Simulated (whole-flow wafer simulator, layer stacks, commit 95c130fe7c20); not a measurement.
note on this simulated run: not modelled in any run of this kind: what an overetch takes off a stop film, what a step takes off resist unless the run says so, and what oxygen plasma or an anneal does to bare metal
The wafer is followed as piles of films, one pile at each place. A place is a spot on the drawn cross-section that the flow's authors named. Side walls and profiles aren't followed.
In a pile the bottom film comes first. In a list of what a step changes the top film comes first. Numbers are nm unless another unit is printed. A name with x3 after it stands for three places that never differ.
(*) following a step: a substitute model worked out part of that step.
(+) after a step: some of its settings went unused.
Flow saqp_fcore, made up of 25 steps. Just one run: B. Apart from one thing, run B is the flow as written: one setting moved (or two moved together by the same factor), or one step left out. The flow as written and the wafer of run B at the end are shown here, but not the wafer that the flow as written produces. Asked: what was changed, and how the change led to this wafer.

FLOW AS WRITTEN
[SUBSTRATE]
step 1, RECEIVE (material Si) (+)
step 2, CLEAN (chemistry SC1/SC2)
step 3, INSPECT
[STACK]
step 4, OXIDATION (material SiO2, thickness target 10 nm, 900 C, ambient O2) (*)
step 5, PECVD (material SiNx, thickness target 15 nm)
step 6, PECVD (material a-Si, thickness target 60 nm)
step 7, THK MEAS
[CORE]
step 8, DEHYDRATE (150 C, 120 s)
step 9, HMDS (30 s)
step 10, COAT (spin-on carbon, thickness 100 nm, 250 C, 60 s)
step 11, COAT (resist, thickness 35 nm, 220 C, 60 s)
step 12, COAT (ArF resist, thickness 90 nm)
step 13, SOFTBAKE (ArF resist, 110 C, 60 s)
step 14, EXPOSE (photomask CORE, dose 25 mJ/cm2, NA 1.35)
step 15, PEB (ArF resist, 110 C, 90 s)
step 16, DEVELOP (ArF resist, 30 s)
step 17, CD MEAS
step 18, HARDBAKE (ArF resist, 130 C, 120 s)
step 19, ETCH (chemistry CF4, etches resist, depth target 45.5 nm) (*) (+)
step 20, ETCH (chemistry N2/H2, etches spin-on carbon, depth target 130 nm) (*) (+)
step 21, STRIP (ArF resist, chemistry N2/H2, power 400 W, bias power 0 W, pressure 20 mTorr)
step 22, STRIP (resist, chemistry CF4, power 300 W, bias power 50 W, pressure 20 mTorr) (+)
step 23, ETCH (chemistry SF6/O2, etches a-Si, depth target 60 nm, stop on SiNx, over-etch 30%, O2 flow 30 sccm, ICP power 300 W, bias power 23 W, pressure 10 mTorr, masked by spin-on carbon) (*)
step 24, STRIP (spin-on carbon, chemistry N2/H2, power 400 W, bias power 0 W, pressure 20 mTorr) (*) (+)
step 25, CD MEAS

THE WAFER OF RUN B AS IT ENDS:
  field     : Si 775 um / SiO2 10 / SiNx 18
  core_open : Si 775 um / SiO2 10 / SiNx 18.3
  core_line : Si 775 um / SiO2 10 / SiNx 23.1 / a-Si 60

The reason: step 5, PECVD: thickness target 23.1 nm was run, whereas the flow has thickness target 15 nm.
The wafer lets one read it off: core_line has SiNx 23.1, and step 5 as written asks for 15 nm.

Step by step, how the change led to this:
  step 5, PECVD (material SiNx, thickness target 15 nm)
      field, core_open, core_line: SiNx gains 23.1 (new film) (in the flow as written it would be: SiNx gains 15 (new film))
